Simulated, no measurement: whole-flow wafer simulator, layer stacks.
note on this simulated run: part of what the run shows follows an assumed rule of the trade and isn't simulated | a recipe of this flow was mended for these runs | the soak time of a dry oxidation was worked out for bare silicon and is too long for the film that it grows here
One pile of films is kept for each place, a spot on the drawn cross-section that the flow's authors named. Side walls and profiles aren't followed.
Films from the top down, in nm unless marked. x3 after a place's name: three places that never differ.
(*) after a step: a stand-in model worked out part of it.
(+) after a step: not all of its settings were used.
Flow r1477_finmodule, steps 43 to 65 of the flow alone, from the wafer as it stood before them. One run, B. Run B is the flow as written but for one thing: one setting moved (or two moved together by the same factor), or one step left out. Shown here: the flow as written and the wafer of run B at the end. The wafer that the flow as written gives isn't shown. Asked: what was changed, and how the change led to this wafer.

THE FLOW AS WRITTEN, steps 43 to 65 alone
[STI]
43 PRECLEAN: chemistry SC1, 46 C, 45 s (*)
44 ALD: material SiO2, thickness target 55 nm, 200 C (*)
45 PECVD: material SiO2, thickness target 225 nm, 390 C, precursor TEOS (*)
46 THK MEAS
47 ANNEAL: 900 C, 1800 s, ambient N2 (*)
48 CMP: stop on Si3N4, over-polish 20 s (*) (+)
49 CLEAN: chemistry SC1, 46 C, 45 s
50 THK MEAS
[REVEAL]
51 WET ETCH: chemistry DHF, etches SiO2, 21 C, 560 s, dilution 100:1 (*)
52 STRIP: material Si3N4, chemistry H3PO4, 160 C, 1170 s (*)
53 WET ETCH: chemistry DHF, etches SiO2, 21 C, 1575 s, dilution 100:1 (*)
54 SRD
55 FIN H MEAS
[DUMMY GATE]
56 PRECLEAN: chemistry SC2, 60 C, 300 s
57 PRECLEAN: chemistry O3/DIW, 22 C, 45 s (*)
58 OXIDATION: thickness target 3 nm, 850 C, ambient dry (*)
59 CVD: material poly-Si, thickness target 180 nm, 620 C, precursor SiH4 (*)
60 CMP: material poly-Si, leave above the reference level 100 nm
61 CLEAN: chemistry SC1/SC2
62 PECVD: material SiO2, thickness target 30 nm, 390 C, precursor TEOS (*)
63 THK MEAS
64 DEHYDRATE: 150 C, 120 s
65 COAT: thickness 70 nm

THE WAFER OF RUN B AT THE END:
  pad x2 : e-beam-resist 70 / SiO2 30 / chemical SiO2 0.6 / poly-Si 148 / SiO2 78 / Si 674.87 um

The cause: step 44, ALD: thickness target 165 nm was run, where the flow has thickness target 55 nm.

How the change led to this, step by step:
  44 ALD: material SiO2, thickness target 55 nm, 200 C (*)
      elg x8: SiO2 +165 (new film) (as written it would be: SiO2 +55 (new film))
      s40sg_line x6: SiO2 +165 (as written it would be: SiO2 +55)
      (and at 2 more places)
  48 CMP: stop on Si3N4, over-polish 20 s (*) (+)
      elg x8: SiO2 -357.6 (as written it would be: SiO2 -247.6)
      s40sg_line x6: SiO2 -397 (all of it), Si3N4 -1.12 (as written it would be: SiO2 -287 (all of it), Si3N4 -1.12)
      (and at 2 more places)
  53 WET ETCH: chemistry DHF, etches SiO2, 21 C, 1575 s, dilution 100:1 (*)
      pad x2: SiO2 -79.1 (as written it would be: SiO2 -85.7)
  60 CMP: material poly-Si, leave above the reference level 100 nm
      pad x2: poly-Si -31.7 (as written it would be: poly-Si -24.8)
